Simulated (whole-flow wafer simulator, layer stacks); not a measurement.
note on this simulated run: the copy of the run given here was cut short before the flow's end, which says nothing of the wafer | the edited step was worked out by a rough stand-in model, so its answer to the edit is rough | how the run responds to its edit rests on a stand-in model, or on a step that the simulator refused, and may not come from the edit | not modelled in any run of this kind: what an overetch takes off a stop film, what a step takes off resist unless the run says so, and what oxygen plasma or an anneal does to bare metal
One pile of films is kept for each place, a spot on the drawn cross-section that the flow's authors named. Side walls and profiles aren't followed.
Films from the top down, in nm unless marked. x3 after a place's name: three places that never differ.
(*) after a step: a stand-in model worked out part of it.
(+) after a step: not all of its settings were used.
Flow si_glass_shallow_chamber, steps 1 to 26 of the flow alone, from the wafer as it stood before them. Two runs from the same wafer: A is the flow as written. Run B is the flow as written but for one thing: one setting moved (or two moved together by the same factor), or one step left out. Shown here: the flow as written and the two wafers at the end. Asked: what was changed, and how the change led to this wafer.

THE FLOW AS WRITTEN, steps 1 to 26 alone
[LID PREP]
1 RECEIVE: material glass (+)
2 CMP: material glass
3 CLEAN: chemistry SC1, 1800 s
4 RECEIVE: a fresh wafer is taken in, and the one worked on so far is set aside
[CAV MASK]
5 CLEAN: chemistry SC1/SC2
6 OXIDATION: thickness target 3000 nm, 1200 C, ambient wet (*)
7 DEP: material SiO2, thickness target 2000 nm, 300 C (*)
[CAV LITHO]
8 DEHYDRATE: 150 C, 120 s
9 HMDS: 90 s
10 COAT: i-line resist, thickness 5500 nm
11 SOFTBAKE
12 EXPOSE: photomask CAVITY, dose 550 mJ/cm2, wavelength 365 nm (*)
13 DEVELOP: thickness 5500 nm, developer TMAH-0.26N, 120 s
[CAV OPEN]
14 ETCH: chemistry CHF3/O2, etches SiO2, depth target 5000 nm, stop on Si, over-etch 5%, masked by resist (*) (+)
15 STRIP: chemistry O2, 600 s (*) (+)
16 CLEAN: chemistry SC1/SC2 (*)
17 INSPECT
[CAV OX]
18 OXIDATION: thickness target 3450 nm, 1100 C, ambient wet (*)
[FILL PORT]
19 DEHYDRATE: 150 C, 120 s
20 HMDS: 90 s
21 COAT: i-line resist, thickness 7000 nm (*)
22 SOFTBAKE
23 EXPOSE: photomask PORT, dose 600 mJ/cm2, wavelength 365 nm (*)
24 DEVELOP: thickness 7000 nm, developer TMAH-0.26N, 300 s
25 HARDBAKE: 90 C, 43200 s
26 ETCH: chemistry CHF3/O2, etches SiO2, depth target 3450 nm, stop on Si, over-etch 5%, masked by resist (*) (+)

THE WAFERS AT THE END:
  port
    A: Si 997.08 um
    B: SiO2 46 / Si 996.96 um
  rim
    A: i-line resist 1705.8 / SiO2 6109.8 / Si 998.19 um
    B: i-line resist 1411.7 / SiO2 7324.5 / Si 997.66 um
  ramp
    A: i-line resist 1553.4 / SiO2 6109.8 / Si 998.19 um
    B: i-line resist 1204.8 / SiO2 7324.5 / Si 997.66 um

The cause: step 6, OXIDATION: thickness target 4425 nm was run, where the flow has thickness target 3000 nm.

How the change led to this, step by step:
  6 OXIDATION: thickness target 3000 nm, 1200 C, ambient wet (*)
      rim, ramp, cav, port, septum, ring: A SiO2 +3000 (new film), chemical SiO2 -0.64 (all of it), Si -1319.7 | B SiO2 +4425 (new film), chemical SiO2 -0.64 (all of it), Si -1946.7
  14 ETCH: chemistry CHF3/O2, etches SiO2, depth target 5000 nm, stop on Si, over-etch 5%, masked by resist (*) (+)
      cav, port: A SiO2 -5000 (all of it), Si -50 | B SiO2 -5250
  15 STRIP: chemistry O2, 600 s (*) (+)
      cav, port: A chemical SiO2 +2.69 (new film), Si -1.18 | B nothing
  18 OXIDATION: thickness target 3450 nm, 1100 C, ambient wet (*)
      cav, port: A SiO2 +3450 (new film), chemical SiO2 -2.69 (all of it), Si -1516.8 | B SiO2 +2493.5, Si -1097.1
      rim, ramp, septum, ring: A SiO2 +1109.8, Si -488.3 | B SiO2 +899.5, Si -395.8
  21 COAT: i-line resist, thickness 7000 nm (*)
      rim: A i-line resist +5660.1 (new film) | B i-line resist +5448.9 (new film)
      ramp: A i-line resist +5087.8 (new film) | B i-line resist +4797.6 (new film)
  22 SOFTBAKE
      rim: A i-line resist -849 | B i-line resist -942.1
      ramp: A i-line resist -434.5 | B i-line resist -504.5
      (and at 3 more places)
  25 HARDBAKE: 90 C, 43200 s
      rim: A i-line resist -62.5 | B i-line resist -52.2
      ramp: A i-line resist -57.1 | B i-line resist -45.5
      (and at 1 more place)
  26 ETCH: chemistry CHF3/O2, etches SiO2, depth target 3450 nm, stop on Si, over-etch 5%, masked by resist (*) (+)
      port: A SiO2 -3450 (all of it), Si -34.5 | B SiO2 -3622.5
